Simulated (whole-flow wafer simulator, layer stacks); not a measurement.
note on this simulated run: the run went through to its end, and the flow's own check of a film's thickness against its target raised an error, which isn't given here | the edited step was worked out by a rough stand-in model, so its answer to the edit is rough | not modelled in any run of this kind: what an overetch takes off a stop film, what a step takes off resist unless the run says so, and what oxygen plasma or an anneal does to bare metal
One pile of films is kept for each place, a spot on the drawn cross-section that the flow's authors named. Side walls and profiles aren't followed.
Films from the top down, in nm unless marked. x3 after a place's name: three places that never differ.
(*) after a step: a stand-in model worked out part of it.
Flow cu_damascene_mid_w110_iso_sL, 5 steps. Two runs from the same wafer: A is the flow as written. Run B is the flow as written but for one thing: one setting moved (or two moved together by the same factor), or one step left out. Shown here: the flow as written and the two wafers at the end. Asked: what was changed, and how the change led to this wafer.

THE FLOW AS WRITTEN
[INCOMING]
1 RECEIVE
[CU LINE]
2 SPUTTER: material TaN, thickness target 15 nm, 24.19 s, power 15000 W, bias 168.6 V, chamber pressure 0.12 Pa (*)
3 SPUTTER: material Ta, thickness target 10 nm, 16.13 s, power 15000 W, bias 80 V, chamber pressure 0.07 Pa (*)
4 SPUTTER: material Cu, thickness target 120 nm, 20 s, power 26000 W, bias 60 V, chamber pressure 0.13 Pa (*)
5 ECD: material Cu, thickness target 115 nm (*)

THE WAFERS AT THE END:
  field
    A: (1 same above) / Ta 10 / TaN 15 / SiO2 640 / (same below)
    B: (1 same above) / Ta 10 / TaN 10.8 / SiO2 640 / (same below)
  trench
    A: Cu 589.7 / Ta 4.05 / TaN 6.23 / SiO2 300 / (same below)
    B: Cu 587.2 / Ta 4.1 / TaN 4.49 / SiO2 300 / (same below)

The cause: step 2, SPUTTER: power 10830 W was run, where the flow has power 15000 W.

How the change led to this, step by step:
  2 SPUTTER: material TaN, thickness target 15 nm, 24.19 s, power 15000 W, bias 168.6 V, chamber pressure 0.12 Pa (*)
      field: A TaN +15 (new film) | B TaN +10.8 (new film)
      trench: A TaN +6.23 (new film) | B TaN +4.49 (new film)
